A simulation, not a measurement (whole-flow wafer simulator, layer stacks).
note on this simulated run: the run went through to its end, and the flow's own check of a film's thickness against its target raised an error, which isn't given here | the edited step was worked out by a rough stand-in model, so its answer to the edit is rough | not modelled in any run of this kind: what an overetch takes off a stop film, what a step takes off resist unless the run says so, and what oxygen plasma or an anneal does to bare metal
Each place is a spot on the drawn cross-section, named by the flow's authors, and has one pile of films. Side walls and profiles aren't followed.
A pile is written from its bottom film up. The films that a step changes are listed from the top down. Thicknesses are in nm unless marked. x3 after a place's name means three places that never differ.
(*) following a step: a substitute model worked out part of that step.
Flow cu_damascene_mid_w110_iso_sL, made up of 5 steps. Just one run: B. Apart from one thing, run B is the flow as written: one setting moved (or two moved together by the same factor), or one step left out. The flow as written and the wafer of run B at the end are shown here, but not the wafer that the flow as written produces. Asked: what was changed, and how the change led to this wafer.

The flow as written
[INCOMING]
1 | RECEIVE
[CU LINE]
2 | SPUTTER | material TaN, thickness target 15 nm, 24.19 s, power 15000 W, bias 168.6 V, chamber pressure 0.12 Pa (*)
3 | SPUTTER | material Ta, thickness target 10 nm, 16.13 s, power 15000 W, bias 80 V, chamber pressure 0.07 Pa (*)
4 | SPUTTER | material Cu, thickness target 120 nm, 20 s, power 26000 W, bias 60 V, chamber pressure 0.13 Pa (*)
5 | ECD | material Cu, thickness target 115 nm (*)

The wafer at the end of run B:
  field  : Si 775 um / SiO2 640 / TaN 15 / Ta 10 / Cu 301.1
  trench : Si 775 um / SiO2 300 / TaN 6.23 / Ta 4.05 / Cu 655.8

Cause: step 5, ECD: thickness target 181.1 nm was run, though the flow has thickness target 115 nm.

How this came from the change, step by step:
  5 | ECD | material Cu, thickness target 115 nm (*)
      field: Cu gains 181.1 (as written it would have been: Cu gains 115)
      trench: Cu gains 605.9 (as written it would have been: Cu gains 539.8)
